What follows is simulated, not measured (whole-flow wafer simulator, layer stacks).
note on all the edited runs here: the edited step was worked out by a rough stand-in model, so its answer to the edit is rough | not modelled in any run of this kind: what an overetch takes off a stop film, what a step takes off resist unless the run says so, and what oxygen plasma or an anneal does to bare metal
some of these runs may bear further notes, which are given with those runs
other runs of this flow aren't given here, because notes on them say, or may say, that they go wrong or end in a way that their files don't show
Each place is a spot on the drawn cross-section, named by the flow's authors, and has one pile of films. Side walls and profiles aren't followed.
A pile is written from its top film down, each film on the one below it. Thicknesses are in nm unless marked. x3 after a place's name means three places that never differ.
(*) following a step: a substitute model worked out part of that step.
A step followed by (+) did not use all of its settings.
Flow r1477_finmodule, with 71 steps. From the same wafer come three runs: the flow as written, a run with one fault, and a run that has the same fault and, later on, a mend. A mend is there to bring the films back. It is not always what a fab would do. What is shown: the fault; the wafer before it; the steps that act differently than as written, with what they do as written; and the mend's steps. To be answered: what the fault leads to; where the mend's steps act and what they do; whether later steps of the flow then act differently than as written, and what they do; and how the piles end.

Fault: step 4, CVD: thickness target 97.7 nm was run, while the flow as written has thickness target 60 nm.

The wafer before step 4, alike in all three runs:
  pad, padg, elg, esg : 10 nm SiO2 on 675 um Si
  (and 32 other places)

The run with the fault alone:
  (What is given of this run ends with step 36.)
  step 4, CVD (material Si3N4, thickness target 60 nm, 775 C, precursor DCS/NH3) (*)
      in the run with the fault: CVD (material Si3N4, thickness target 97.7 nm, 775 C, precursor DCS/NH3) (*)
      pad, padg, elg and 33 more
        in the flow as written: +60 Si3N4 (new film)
        in the run with the fault: +97.7 Si3N4 (new film)
  Steps further on in the flow that do not act as written:
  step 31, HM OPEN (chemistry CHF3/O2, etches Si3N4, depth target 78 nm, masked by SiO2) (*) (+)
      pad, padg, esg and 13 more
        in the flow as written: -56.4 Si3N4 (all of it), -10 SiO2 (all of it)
        in the run with the fault: -78 Si3N4
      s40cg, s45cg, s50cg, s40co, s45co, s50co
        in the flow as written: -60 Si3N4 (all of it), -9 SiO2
        in the run with the fault: -78 Si3N4
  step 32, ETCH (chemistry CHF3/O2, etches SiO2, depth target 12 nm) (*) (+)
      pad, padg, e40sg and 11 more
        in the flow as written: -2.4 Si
        in the run with the fault: -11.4 Si3N4
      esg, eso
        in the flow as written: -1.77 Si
        in the run with the fault: -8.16 Si3N4
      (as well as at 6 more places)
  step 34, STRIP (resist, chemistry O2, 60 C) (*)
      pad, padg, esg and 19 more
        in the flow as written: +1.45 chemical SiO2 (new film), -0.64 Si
        in the run with the fault: nothing
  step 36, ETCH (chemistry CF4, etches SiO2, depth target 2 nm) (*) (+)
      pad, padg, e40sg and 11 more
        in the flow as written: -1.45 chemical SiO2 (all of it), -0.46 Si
        in the run with the fault: -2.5 Si3N4
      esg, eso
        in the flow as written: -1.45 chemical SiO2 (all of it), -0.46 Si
        in the run with the fault: -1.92 Si3N4
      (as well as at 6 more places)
  After step 36, at pad, padg, elg and 33 more, the piles differ from the flow's by more than 2% or 0.5 nm, whichever is larger.
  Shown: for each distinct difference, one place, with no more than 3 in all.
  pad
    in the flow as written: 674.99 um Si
    in the run with the fault: 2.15 nm Si3N4 on 10 nm SiO2 on 675 um Si
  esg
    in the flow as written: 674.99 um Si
    in the run with the fault: 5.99 nm Si3N4 on 10 nm SiO2 on 675 um Si
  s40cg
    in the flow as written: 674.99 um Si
    in the run with the fault: 8 nm Si3N4 on 10 nm SiO2 on 675 um Si

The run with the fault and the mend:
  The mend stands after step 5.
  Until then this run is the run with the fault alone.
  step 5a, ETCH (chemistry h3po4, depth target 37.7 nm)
      pad, padg, elg and 33 more
        -37.7 Si3N4
  Later steps of the flow that are run all act as written at every place that is followed.
  By the end, the piles equal the flow's at every place that both follow.
